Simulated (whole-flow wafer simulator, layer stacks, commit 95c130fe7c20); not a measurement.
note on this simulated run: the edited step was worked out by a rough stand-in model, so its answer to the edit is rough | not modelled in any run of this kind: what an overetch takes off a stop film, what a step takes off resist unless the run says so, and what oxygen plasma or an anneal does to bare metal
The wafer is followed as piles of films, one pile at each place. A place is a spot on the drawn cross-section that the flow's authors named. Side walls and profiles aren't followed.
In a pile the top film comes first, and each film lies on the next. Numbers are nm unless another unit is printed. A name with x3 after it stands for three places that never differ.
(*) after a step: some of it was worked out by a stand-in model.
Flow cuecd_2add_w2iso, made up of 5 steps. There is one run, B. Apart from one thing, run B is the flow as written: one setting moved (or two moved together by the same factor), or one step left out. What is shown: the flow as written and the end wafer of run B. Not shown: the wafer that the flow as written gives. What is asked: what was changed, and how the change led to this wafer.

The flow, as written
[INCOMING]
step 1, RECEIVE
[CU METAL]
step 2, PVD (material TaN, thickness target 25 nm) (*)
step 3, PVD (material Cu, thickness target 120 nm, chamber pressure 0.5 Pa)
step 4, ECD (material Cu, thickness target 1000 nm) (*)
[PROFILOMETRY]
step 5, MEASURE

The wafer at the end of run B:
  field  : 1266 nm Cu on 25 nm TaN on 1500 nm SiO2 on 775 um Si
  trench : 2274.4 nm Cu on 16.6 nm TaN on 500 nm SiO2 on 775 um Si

What caused this: step 4, ECD: thickness target 1146 nm was run, while the flow as written has thickness target 1000 nm.

How this came from the change, step by step:
  step 4, ECD (material Cu, thickness target 1000 nm) (*)
      field: +1146 Cu (it would be, as written: +1000 Cu)
      trench: +2193.6 Cu (it would be, as written: +2047.6 Cu)
